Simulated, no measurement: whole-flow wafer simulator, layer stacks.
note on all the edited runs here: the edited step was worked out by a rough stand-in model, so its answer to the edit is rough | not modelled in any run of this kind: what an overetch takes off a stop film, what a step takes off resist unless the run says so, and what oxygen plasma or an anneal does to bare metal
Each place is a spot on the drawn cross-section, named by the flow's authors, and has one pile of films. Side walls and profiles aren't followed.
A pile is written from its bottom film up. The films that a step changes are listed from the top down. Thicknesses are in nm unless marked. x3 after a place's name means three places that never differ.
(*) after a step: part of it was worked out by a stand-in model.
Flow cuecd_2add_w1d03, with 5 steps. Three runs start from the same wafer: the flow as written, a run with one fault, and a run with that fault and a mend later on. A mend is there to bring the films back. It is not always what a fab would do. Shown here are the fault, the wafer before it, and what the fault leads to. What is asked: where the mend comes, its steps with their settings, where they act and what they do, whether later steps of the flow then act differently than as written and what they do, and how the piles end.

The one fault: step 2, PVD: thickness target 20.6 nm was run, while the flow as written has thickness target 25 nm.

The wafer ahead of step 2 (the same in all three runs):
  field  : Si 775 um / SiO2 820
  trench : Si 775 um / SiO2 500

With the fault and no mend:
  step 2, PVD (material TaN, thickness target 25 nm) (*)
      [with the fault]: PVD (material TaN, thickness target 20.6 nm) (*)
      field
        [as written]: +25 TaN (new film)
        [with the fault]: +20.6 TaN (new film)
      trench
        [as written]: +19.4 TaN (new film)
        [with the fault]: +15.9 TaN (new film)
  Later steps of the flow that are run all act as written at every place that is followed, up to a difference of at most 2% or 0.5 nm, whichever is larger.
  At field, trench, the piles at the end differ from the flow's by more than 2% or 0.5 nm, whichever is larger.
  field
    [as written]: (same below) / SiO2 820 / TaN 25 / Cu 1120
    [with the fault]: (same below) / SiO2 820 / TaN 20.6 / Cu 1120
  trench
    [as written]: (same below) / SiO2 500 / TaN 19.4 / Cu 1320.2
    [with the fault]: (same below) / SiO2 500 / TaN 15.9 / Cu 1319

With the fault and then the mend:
  The mend follows step 2.
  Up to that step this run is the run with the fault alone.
  step 2a, PVD (material TaN, thickness target 4.4 nm) (*) (the flow's step 2, run once more with other settings)
      field
        +4.4 TaN
      trench
        +3.38 TaN
  Later steps of the flow that are run all act as written at every place that is followed.
  At the end the piles are close to the flow's at the places that both follow, differing by at most 2% or 0.5 nm, whichever is larger.
